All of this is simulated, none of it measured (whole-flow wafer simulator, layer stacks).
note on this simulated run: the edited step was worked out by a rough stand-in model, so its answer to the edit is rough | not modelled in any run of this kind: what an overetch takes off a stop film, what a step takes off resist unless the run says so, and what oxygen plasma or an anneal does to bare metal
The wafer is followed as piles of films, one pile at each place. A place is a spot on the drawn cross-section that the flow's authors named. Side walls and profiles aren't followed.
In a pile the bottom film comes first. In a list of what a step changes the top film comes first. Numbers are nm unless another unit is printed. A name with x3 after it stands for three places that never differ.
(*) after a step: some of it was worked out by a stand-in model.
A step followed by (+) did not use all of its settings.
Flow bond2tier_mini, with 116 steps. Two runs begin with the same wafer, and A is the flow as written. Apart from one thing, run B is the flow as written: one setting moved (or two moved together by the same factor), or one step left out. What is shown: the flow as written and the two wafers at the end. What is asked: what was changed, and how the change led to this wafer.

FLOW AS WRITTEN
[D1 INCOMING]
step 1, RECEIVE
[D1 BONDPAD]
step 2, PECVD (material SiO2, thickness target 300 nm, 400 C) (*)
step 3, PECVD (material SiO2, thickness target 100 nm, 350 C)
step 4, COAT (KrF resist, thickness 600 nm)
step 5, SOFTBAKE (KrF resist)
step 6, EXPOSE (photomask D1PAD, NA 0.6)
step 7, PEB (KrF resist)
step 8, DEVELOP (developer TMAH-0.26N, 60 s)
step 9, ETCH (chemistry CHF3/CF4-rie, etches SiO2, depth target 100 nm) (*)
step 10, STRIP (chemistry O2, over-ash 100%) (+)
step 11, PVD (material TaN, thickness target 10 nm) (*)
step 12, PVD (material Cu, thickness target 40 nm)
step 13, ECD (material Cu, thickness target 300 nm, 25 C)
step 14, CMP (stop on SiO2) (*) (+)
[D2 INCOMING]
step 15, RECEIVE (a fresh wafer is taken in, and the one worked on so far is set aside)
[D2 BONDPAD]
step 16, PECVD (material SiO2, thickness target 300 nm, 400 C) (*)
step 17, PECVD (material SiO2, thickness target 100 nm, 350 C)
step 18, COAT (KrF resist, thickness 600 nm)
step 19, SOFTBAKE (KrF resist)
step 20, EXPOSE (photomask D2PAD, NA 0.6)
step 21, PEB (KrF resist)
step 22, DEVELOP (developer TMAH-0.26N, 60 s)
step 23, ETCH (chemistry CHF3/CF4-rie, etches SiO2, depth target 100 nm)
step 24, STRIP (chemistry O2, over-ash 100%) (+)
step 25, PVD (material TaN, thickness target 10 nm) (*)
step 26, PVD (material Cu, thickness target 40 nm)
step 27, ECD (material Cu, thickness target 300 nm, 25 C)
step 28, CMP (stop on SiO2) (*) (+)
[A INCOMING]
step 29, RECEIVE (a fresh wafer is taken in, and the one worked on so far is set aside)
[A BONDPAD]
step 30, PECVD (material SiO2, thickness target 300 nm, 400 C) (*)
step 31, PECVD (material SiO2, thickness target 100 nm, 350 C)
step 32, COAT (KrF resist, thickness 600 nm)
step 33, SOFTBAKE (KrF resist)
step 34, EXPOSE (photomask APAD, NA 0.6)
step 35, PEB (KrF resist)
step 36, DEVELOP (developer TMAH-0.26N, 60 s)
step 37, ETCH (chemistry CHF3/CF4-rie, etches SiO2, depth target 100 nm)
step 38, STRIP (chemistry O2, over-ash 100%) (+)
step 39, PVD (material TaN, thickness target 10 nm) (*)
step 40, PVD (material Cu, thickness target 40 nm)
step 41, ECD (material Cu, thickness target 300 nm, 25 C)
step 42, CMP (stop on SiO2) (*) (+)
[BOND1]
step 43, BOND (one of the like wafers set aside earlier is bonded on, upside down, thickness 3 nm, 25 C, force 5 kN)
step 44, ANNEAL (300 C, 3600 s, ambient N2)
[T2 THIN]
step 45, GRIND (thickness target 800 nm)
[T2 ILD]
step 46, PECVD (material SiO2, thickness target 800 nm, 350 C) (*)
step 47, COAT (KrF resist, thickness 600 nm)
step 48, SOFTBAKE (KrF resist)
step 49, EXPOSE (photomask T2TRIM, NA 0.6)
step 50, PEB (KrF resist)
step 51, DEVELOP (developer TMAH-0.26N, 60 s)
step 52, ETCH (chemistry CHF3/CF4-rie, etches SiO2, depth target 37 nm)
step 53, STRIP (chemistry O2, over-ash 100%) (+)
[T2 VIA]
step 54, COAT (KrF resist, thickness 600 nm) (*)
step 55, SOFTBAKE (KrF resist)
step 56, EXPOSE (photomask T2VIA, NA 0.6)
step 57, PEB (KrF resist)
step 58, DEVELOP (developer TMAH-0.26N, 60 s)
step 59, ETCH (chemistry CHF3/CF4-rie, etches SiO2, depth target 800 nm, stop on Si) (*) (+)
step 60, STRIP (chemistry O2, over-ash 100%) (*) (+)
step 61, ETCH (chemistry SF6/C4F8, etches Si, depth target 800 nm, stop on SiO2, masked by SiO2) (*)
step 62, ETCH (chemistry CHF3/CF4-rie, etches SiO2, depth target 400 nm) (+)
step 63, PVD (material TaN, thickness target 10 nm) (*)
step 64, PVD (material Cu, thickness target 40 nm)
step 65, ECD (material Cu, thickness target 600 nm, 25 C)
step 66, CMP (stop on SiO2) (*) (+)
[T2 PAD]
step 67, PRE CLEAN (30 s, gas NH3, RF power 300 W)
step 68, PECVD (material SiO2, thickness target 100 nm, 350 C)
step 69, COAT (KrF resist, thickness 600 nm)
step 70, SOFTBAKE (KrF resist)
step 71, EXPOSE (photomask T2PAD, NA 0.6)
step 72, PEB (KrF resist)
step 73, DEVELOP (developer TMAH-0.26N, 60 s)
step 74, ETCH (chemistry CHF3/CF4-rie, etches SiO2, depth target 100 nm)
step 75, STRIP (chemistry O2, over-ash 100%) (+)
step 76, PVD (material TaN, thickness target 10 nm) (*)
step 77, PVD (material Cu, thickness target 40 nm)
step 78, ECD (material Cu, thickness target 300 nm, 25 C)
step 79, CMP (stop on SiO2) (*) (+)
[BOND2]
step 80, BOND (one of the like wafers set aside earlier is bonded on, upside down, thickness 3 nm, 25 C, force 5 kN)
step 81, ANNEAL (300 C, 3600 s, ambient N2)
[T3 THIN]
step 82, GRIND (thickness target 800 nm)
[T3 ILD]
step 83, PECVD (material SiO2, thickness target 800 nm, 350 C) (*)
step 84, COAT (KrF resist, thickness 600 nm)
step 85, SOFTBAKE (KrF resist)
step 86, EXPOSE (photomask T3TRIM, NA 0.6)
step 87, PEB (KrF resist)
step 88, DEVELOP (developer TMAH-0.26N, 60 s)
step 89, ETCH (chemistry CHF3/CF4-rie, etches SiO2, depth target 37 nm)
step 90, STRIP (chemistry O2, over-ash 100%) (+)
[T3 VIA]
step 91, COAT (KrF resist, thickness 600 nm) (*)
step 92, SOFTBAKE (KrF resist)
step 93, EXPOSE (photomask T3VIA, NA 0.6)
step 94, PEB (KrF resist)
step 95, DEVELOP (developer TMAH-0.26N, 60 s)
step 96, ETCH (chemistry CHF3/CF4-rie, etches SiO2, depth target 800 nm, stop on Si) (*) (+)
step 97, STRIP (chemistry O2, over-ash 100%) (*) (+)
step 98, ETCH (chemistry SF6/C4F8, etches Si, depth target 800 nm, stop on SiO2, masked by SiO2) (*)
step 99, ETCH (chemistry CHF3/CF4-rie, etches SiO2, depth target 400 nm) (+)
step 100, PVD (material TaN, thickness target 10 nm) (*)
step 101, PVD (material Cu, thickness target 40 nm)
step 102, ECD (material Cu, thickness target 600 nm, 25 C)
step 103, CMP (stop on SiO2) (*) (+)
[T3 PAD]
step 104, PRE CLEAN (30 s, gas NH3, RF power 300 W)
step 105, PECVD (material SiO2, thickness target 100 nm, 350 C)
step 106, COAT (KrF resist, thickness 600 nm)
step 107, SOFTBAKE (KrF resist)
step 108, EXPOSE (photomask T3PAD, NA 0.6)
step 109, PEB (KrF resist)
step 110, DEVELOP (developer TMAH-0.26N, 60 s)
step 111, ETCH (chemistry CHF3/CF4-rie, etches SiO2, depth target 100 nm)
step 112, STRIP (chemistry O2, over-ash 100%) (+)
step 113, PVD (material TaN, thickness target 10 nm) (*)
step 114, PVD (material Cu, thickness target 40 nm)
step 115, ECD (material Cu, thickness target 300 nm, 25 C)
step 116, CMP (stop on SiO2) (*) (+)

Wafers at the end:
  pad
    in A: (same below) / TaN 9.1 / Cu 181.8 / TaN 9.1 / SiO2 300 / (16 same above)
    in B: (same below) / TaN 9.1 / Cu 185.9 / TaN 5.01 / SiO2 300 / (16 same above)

What caused this: step 11, PVD: thickness target 5.5 nm was run, whereas the flow has thickness target 10 nm.

How this came from the change, step by step:
  step 11, PVD (material TaN, thickness target 10 nm) (*)
      field: A +10 TaN (new film) | B +5.5 TaN (new film)
      pad: A +9.1 TaN (new film) | B +5.01 TaN (new film)
      (and at 1 other place as well)
  step 14, CMP (stop on SiO2) (*) (+)
      field: A -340 Cu (all of it), -10 TaN (all of it) | B -340 Cu (all of it), -5.5 TaN (all of it)
  step 43, BOND (one of the like wafers set aside earlier is bonded on, upside down, thickness 3 nm, 25 C, force 5 kN)
      pad: A +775 um Si (new film), +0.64 chemical SiO2 (new film), +300 SiO2 (new film), +9.1 TaN (new film), +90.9 Cu | B +775 um Si (new film), +0.64 chemical SiO2 (new film), +300 SiO2 (new film), +5.01 TaN (new film), +95 Cu
      via: A +775 um Si (new film), +0.64 chemical SiO2 (new film), +300 SiO2 (new film), +9.97 TaN (new film), +90 Cu | B +775 um Si (new film), +0.64 chemical SiO2 (new film), +300 SiO2 (new film), +5.49 TaN (new film), +94.5 Cu
